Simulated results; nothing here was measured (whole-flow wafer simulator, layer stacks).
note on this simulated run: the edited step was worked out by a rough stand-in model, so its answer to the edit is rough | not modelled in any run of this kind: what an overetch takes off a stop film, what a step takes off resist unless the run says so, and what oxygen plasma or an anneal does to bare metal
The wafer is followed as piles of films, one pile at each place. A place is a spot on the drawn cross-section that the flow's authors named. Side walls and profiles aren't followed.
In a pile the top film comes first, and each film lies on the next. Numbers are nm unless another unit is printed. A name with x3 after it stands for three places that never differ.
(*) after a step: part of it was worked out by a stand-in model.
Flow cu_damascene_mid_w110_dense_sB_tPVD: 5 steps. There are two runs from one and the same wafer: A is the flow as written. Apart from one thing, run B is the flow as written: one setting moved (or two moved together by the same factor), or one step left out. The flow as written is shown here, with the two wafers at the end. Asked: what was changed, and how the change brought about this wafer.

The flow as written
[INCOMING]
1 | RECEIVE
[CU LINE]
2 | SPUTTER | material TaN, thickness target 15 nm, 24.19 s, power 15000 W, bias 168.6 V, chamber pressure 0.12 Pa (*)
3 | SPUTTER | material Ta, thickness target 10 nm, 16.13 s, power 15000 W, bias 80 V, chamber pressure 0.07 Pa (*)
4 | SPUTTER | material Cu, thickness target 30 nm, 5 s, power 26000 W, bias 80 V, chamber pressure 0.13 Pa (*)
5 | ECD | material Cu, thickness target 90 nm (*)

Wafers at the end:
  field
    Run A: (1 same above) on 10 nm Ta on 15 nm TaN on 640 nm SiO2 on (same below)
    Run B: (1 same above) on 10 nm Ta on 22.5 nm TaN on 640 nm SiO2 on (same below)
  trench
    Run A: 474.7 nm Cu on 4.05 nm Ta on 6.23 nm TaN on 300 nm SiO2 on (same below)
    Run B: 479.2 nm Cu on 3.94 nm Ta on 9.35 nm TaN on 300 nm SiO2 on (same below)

Cause: step 2, SPUTTER: thickness target 22.5 nm was run, though the flow has thickness target 15 nm.
The wafer itself shows it: field has TaN 22.5, and step 2 as written asks for 15 nm.

How this came from the change, step by step:
  2 | SPUTTER | material TaN, thickness target 15 nm, 24.19 s, power 15000 W, bias 168.6 V, chamber pressure 0.12 Pa (*)
      field: A +15 TaN (new film) | B +22.5 TaN (new film)
      trench: A +6.23 TaN (new film) | B +9.35 TaN (new film)
